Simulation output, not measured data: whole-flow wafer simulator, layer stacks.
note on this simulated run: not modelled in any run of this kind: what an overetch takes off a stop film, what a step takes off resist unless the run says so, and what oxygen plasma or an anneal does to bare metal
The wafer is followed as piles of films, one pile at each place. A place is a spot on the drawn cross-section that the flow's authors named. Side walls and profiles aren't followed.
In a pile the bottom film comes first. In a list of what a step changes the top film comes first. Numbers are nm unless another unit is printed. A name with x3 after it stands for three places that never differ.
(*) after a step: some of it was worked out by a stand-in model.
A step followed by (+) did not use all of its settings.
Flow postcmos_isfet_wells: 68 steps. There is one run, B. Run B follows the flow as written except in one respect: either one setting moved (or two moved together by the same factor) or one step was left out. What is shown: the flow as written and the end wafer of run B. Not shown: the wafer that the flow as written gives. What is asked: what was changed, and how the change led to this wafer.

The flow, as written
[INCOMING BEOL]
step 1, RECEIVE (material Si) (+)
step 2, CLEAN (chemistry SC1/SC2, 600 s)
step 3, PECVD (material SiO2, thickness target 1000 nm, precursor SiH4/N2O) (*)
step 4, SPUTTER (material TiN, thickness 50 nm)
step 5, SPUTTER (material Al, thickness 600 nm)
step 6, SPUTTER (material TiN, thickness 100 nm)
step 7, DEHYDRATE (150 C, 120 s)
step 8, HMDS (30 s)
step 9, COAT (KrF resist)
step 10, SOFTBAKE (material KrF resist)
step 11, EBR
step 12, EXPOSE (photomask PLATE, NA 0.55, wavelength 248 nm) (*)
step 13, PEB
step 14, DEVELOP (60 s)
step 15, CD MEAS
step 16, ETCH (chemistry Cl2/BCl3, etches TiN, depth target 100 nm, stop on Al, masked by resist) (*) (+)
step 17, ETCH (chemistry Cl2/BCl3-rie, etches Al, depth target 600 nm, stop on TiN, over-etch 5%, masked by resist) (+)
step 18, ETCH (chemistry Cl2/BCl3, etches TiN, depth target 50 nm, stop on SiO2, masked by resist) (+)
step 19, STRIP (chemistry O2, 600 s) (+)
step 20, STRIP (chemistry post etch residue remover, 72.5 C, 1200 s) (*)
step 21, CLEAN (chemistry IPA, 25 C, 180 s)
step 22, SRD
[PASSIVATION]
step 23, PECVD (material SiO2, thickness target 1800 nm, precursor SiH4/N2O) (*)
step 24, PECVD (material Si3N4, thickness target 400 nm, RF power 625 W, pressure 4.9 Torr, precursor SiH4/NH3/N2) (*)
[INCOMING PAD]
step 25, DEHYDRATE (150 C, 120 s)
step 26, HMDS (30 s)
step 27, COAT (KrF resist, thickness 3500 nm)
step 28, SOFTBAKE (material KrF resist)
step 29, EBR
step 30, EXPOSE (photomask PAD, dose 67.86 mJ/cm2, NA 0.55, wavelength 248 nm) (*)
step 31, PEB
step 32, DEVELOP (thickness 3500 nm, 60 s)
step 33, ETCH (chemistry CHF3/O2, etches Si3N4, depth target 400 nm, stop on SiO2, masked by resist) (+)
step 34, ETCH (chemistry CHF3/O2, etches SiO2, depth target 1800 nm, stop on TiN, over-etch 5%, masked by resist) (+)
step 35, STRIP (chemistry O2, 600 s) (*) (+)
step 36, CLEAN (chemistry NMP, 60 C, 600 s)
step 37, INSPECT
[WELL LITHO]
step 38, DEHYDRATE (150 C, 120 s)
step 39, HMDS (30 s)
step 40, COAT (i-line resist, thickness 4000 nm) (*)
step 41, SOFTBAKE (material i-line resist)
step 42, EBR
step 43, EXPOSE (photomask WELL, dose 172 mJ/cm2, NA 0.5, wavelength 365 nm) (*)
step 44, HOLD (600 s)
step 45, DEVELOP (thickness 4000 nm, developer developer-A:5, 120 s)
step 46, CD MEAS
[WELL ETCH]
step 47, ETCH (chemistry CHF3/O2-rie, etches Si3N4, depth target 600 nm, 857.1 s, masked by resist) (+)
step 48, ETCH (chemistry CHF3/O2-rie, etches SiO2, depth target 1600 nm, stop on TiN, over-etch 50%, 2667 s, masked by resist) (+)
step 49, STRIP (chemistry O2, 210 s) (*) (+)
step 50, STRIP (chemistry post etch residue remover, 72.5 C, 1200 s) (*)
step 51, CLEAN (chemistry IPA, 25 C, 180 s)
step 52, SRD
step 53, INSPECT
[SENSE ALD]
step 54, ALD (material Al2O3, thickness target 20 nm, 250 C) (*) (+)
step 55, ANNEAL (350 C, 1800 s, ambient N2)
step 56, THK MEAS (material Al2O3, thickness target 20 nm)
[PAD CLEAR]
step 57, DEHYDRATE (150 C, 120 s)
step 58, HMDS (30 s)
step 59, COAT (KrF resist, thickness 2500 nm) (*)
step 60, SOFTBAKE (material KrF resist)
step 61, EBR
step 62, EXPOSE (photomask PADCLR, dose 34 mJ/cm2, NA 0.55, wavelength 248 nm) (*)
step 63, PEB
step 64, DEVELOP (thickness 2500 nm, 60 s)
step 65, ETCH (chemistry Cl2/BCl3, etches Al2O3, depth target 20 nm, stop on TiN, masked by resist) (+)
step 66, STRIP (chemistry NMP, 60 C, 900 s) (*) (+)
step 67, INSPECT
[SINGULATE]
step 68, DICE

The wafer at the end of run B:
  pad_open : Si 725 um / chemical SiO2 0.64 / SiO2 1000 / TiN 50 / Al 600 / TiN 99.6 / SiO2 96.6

What caused this: step 33, ETCH: depth target 308 nm was run, whereas the flow has depth target 400 nm.

How this came from the change, step by step:
  step 33, ETCH (chemistry CHF3/O2, etches Si3N4, depth target 400 nm, stop on SiO2, masked by resist) (+)
      pad_open: -308 Si3N4 (it would be, as written: -400 Si3N4 (all of it))
      field, margin, well900, well1300 x3, pad_rim, pad_clr: -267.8 KrF resist (it would be, as written: -347.8 KrF resist)
  step 34, ETCH (chemistry CHF3/O2, etches SiO2, depth target 1800 nm, stop on TiN, over-etch 5%, masked by resist) (+)
      pad_open: -92 Si3N4 (all of it), -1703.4 SiO2 (it would be, as written: -1800 SiO2 (all of it))
  step 35, STRIP (chemistry O2, 600 s) (*) (+)
      field, margin, well900, well1300 x3, pad_rim, pad_clr: -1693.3 KrF resist (all of it) (it would be, as written: -1613.3 KrF resist (all of it))
  step 41, SOFTBAKE (material i-line resist)
      pad_clr: -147 i-line resist (it would be, as written: -156.7 i-line resist)
      pad_open: +111.1 i-line resist (it would be, as written: +115.3 i-line resist)
